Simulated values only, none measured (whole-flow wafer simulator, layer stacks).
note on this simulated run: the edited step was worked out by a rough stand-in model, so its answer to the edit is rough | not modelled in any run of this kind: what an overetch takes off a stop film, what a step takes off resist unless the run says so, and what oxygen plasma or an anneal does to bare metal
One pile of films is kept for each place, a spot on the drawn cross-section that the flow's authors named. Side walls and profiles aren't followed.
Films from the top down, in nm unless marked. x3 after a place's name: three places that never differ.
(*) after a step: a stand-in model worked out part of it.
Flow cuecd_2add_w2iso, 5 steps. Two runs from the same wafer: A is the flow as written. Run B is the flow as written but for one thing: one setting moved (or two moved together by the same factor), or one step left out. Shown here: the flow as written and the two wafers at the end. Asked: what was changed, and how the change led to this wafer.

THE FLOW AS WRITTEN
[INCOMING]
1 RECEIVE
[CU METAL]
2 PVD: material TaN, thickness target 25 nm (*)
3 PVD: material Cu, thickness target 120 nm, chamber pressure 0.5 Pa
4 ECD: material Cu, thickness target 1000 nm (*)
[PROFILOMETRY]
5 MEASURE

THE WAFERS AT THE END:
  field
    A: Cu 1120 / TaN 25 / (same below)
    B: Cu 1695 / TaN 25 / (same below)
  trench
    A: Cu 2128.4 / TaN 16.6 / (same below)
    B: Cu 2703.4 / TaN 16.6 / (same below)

The cause: step 4, ECD: thickness target 1575 nm was run, where the flow has thickness target 1000 nm.

How the change led to this, step by step:
  4 ECD: material Cu, thickness target 1000 nm (*)
      field: A Cu +1000 | B Cu +1575
      trench: A Cu +2047.6 | B Cu +2622.6
